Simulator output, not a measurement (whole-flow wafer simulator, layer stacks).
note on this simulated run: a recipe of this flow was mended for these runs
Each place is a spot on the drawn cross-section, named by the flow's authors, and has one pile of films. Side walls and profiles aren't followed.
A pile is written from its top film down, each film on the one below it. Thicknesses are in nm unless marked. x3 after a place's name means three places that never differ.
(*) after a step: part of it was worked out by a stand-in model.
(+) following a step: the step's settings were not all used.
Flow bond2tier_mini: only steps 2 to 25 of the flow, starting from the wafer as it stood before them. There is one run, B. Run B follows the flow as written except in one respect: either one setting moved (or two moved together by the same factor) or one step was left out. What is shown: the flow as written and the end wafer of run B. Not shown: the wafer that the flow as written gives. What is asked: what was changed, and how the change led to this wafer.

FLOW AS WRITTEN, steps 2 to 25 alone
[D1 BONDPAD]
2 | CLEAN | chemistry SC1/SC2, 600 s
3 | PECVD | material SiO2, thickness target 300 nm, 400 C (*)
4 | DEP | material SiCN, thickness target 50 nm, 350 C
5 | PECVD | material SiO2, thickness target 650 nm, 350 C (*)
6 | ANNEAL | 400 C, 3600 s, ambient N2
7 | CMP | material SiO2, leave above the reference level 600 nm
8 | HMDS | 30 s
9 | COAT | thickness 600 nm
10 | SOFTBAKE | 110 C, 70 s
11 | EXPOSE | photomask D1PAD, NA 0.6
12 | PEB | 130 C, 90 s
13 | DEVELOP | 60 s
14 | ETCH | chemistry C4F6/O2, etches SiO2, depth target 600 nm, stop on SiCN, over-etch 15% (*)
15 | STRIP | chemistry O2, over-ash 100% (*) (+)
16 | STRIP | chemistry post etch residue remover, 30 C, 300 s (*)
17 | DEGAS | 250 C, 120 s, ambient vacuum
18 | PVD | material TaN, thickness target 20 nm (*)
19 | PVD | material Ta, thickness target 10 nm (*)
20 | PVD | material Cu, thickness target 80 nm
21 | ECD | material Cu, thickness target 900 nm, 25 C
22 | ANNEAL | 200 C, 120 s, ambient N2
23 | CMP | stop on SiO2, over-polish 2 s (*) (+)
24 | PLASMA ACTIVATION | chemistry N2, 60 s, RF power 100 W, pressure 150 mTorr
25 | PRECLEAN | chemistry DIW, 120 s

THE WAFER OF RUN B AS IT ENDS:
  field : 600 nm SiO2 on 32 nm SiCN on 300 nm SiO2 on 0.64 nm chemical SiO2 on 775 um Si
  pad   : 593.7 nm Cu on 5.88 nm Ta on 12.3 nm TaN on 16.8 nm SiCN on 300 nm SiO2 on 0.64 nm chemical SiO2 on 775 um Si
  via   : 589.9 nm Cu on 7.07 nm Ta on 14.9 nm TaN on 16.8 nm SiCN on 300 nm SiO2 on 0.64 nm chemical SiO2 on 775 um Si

The reason: step 4, DEP: thickness target 32 nm was run, though the flow has thickness target 50 nm.
The wafer itself shows it: field has SiCN 32, and step 4 as written asks for 50 nm.

The path from the change to this, step by step:
  4 | DEP | material SiCN, thickness target 50 nm, 350 C
      field, pad, via: SiCN gains 32 (new film) (as written it would have been: SiCN gains 50 (new film))
